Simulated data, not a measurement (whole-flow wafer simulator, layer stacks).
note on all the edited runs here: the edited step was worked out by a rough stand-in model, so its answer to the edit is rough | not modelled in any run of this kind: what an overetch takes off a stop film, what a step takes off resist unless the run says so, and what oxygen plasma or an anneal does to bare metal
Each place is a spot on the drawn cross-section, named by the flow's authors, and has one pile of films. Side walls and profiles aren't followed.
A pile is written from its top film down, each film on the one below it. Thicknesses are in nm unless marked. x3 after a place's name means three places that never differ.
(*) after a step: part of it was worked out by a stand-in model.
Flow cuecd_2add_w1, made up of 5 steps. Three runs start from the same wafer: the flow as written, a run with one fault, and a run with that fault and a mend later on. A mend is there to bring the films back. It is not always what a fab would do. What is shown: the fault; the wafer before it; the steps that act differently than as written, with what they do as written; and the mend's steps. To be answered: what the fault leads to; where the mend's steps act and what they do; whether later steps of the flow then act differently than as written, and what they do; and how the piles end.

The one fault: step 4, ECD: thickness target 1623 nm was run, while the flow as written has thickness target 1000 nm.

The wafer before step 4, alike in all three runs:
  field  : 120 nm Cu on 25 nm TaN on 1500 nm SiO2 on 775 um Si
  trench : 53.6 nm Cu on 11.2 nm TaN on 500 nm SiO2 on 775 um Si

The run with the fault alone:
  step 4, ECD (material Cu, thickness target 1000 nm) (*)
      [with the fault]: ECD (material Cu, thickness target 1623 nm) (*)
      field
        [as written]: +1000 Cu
        [with the fault]: +1623 Cu
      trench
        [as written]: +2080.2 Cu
        [with the fault]: +2703.2 Cu
  None of the later steps of the flow acts differently than as written at any place that is followed.
  The piles end different from the flow's at field, trench by more than 2% or 0.5 nm, whichever is larger.
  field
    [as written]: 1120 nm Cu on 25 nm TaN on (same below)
    [with the fault]: 1743 nm Cu on 25 nm TaN on (same below)
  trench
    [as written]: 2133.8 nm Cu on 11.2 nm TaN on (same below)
    [with the fault]: 2756.8 nm Cu on 11.2 nm TaN on (same below)

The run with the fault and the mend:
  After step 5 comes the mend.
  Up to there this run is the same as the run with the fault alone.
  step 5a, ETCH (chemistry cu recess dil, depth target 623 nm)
      field, trench
        -623 Cu
  None of the later steps of the flow acts differently than as written at any place that is followed.
  At every place that both follow, the piles at the end match the flow's.
